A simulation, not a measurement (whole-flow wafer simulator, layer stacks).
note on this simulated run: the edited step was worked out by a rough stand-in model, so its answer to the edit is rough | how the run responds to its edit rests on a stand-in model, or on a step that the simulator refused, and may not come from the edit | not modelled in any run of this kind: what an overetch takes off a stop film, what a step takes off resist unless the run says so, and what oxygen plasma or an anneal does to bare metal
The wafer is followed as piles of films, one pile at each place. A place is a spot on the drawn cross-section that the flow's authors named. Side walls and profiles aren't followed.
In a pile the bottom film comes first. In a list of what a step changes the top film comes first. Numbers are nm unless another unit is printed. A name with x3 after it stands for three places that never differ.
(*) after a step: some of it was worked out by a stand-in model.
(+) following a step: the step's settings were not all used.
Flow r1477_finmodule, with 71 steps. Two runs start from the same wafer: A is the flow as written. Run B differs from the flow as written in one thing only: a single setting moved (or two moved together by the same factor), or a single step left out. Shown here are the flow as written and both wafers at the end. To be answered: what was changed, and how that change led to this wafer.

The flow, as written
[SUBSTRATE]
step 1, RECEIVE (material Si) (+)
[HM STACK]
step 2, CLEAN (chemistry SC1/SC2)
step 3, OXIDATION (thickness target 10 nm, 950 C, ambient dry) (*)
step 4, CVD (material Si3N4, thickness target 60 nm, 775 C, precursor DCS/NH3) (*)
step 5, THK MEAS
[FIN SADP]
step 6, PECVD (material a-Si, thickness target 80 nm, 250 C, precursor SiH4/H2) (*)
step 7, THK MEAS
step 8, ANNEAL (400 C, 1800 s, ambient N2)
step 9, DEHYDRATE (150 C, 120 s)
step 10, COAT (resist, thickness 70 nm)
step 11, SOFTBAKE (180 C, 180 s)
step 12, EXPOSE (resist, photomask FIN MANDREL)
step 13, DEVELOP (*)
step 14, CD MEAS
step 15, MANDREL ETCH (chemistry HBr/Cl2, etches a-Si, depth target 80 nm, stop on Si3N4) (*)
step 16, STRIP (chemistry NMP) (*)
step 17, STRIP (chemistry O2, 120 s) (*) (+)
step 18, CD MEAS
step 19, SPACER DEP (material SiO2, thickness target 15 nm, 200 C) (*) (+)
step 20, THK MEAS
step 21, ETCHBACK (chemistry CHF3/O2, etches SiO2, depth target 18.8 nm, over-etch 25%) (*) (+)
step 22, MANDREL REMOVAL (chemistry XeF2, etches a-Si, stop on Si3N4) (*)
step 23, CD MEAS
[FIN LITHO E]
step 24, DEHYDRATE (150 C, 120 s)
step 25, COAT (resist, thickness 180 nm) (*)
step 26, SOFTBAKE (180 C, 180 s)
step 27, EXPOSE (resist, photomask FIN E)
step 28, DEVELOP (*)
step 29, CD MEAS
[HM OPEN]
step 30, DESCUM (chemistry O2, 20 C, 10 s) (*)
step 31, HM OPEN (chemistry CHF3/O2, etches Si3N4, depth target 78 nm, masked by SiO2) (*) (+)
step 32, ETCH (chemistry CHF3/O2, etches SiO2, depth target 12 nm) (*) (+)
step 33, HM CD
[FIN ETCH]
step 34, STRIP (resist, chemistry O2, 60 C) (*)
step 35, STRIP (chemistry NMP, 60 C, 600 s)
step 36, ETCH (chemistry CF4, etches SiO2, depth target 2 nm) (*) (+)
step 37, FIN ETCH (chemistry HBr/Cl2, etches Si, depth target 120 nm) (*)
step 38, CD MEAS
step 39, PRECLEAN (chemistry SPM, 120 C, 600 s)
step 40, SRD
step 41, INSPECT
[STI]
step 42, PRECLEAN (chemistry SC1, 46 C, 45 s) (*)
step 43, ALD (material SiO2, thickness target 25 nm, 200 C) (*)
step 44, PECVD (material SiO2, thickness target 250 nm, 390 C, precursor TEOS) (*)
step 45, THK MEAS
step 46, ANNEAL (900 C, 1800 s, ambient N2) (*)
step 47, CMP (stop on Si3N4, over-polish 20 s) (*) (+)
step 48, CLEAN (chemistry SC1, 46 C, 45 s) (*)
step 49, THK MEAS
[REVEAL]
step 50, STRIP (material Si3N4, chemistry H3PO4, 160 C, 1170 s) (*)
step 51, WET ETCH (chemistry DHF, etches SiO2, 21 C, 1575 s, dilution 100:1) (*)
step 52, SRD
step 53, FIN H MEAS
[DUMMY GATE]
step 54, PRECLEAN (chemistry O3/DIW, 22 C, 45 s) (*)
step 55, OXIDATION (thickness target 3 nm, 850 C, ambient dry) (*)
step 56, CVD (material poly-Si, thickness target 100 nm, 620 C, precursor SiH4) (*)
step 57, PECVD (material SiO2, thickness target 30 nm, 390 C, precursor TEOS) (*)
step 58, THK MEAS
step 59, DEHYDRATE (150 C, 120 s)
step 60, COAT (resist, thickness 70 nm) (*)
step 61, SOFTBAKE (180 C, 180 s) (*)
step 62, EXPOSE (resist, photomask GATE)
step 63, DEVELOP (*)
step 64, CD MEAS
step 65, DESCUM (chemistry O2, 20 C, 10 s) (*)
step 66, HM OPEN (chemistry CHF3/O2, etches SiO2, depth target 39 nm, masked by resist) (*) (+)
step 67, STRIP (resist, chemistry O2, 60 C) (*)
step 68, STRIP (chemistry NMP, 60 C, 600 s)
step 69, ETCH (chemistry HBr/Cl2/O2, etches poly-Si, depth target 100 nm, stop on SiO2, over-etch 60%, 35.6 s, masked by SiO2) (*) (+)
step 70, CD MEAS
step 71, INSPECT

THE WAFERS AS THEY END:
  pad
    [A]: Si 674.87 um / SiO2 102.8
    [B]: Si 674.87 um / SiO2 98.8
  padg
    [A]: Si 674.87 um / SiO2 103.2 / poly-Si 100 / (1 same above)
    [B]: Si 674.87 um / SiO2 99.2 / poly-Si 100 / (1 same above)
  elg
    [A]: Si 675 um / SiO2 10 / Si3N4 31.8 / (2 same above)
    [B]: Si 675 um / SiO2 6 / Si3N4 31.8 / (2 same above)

Cause: step 3, OXIDATION: thickness target 6 nm was run, whereas the flow has thickness target 10 nm.
The wafer itself shows it: elg has SiO2 6, and step 3 as written asks for 10 nm.

The path from the change to this, step by step:
  step 3, OXIDATION (thickness target 10 nm, 950 C, ambient dry) (*)
      pad, padg, elg and 33 more: A +10 SiO2 (new film), -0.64 chemical SiO2 (all of it), -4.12 Si | B +6 SiO2 (new film), -0.64 chemical SiO2 (all of it), -2.36 Si
  step 31, HM OPEN (chemistry CHF3/O2, etches Si3N4, depth target 78 nm, masked by SiO2) (*) (+)
      s40cg, s45cg, s50cg, s40co, s45co, s50co: A -60 Si3N4 (all of it), -9 SiO2 | B -60 Si3N4 (all of it), -6 SiO2 (all of it)
      pad, padg, esg and 13 more: A -56.4 Si3N4 (all of it), -10 SiO2 (all of it) | B -56.4 Si3N4 (all of it), -6 SiO2 (all of it)
  step 32, ETCH (chemistry CHF3/O2, etches SiO2, depth target 12 nm) (*) (+)
      s40cg, s40co: A -1 SiO2 (all of it), -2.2 Si | B -2.09 Si
      s45cg, s45co: A -1 SiO2 (all of it), -2.2 Si | B -2.12 Si
      (and at 2 other places as well)
  step 43, ALD (material SiO2, thickness target 25 nm, 200 C) (*)
      esg: A +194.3 SiO2 (new film) | B +190.3 SiO2 (new film)
  step 47, CMP (stop on Si3N4, over-polish 20 s) (*) (+)
      pad, padg, e40sg and 11 more: A -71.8 SiO2 | B -75.8 SiO2
      eso: A -72.4 SiO2 | B -76.4 SiO2
  step 51, WET ETCH (chemistry DHF, etches SiO2, 21 C, 1575 s, dilution 100:1) (*)
      s40sg_line, s45sg_line, s50sg_line, s40so_line, s45so_line, s50so_line: A -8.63 SiO2 (all of it) | B -4.63 SiO2 (all of it)
  step 56, CVD (material poly-Si, thickness target 100 nm, 620 C, precursor SiH4) (*)
      s40cg, s40co: A +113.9 poly-Si (new film) | B +117.9 poly-Si (new film)
      s45cg, s45co: A +113.4 poly-Si (new film) | B +117.4 poly-Si (new film)
      (and at 2 other places as well)
  step 60, COAT (resist, thickness 70 nm) (*)
      s40sg, s40so: A +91 resist (new film) | B +94.9 resist (new film)
      s45sg, s45so: A +91 resist (new film) | B +94.8 resist (new film)
      (and at 2 other places as well)
  step 63, DEVELOP (*)
      s40so: A -91 resist (all of it) | B -94.9 resist (all of it)
      s45so: A -91 resist (all of it) | B -94.8 resist (all of it)
      (and at 1 other place as well)
  step 67, STRIP (resist, chemistry O2, 60 C) (*)
      s40sg: A -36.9 resist (all of it) | B -40.8 resist (all of it)
      s45sg: A -36.9 resist (all of it) | B -40.7 resist (all of it)
      (and at 1 other place as well)
  step 69, ETCH (chemistry HBr/Cl2/O2, etches poly-Si, depth target 100 nm, stop on SiO2, over-etch 60%, 35.6 s, masked by SiO2) (*) (+)
      s40co: A -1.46 chemical SiO2 (all of it), -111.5 poly-Si (all of it), -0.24 SiO2 | B -1.46 chemical SiO2 (all of it), -115.5 poly-Si (all of it), -0.22 SiO2
      s45co: A -1.46 chemical SiO2 (all of it), -110.9 poly-Si (all of it), -0.25 SiO2 | B -1.46 chemical SiO2 (all of it), -114.9 poly-Si (all of it), -0.23 SiO2
      (and at 1 other place as well)
